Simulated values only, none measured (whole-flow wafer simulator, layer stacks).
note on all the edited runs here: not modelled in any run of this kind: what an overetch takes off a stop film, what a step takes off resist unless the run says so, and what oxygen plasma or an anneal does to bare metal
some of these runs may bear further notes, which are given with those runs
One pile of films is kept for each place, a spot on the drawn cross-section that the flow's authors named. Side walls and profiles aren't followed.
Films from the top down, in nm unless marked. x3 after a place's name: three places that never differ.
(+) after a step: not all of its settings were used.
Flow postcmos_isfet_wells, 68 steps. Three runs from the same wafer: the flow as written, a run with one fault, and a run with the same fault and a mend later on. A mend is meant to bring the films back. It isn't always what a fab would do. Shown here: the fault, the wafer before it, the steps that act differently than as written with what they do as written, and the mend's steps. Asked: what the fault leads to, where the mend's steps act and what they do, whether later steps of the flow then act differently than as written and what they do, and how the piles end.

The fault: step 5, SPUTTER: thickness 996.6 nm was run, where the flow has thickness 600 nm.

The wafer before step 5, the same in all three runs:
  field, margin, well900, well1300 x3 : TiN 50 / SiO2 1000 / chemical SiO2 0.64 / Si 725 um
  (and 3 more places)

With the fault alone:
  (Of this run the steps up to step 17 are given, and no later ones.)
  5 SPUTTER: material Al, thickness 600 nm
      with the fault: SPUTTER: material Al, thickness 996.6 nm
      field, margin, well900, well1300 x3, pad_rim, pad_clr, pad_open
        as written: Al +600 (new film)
        with the fault: Al +996.6 (new film)
  Later steps of the flow that act differently than as written:
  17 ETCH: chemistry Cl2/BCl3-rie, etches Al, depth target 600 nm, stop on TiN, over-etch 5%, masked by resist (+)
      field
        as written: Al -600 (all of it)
        with the fault: Al -600
  After step 17 the piles differ from the flow's by more than 2% or 0.5 nm, whichever is larger, at field, margin, well900, well1300 x3, pad_rim, pad_clr, pad_open.
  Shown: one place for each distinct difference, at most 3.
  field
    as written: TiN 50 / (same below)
    with the fault: Al 396.6 / TiN 50 / (same below)
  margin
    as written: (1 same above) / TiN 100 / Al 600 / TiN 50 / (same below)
    with the fault: (1 same above) / TiN 100 / Al 996.6 / TiN 50 / (same below)

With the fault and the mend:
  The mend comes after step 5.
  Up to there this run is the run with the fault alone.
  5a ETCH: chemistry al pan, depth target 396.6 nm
      field, margin, well900, well1300 x3, pad_rim, pad_clr, pad_open
        Al -396.6
  No later step of the flow acts differently than as written at any place that is followed.
  At the end the piles are the same as the flow's at every place that both follow.
